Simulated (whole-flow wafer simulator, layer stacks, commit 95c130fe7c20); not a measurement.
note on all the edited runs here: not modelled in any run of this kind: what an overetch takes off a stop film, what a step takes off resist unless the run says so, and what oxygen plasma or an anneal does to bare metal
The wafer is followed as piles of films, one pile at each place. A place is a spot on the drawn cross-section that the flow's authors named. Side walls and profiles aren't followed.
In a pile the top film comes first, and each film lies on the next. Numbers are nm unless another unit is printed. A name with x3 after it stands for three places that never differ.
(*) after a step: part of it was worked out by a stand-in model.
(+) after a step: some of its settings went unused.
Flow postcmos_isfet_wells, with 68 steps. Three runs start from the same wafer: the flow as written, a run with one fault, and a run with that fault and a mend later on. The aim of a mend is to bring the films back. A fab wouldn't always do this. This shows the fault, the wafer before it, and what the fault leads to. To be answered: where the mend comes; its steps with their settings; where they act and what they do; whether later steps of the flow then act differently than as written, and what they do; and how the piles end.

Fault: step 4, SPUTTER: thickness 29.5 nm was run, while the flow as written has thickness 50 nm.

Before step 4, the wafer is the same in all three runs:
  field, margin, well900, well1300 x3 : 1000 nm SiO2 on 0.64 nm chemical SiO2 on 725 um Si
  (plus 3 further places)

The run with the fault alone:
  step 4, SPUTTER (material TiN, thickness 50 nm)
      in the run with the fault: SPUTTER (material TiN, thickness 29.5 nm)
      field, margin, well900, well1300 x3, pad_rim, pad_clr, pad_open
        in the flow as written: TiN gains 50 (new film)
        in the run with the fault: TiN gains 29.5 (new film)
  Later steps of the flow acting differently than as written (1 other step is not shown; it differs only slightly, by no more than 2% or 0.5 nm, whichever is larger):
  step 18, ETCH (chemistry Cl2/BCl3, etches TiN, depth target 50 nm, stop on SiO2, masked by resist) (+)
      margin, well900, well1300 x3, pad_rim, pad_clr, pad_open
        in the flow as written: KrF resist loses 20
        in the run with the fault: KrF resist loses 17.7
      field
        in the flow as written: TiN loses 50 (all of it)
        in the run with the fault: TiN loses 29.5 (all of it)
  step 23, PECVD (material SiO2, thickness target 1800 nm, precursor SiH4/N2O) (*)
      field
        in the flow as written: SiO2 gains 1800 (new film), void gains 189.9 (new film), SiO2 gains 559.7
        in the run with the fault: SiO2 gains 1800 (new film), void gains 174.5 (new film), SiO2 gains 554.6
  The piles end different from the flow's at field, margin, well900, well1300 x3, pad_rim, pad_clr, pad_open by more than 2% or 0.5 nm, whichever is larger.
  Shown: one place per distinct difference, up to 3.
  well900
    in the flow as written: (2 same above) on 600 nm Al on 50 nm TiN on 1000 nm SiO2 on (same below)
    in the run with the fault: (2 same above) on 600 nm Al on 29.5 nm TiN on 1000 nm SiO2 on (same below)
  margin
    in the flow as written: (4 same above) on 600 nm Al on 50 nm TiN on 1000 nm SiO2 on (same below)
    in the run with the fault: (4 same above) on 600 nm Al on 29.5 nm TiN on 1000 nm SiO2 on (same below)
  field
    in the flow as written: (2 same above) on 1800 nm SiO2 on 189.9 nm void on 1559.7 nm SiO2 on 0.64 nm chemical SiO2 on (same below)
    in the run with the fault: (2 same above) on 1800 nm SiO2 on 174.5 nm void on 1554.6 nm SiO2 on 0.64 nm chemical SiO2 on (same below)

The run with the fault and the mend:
  The mend stands after step 4.
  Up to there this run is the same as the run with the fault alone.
  step 4a, SPUTTER (material TiN, thickness 20.5 nm) (the flow's step 4, run once more with other settings)
      field, margin, well900, well1300 x3, pad_rim, pad_clr, pad_open
        TiN gains 20.5
  Every later step of the flow that is run acts as written at every place that is followed.
  By the end, the piles equal the flow's at every place that both follow.
